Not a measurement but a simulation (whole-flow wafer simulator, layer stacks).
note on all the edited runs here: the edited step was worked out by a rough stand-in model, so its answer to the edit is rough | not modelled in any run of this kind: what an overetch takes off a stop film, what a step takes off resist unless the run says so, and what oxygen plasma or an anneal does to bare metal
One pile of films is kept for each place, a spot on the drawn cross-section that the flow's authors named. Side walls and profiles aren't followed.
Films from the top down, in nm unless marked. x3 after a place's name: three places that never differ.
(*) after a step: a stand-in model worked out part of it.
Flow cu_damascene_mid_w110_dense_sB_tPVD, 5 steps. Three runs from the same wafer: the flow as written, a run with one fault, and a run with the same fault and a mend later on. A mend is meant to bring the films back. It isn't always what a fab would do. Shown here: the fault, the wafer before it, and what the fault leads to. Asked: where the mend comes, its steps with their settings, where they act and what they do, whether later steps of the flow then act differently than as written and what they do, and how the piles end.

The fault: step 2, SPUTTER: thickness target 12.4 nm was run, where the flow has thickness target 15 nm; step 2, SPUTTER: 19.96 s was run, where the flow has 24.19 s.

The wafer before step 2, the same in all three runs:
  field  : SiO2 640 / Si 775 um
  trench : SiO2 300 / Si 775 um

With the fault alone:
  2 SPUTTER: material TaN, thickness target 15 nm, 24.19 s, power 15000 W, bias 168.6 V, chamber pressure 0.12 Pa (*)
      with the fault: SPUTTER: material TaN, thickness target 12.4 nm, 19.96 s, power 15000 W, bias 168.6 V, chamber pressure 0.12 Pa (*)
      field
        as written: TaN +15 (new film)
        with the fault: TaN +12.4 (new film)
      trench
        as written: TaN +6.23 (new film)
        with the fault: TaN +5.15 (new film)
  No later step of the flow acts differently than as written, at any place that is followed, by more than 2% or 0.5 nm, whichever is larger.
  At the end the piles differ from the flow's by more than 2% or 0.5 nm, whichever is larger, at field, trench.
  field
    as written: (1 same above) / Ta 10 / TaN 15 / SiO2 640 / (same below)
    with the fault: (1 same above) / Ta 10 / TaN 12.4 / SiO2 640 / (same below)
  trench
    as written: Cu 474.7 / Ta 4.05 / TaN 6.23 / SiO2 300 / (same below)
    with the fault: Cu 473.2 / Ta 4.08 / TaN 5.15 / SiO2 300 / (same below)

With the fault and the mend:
  The mend comes after step 2.
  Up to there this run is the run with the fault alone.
  2a SPUTTER: material TaN, thickness target 2.6 nm, 4.193 s, power 15000 W, bias 168.6 V, chamber pressure 0.12 Pa (*) (the flow's step 2 once more, with other settings)
      field
        TaN +2.6
      trench
        TaN +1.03
  No later step of the flow acts differently than as written, at any place that is followed, by more than 2% or 0.5 nm, whichever is larger.
  At the end the piles differ from the flow's only slightly at the places that both follow, by at most 2% or 0.5 nm, whichever is larger.
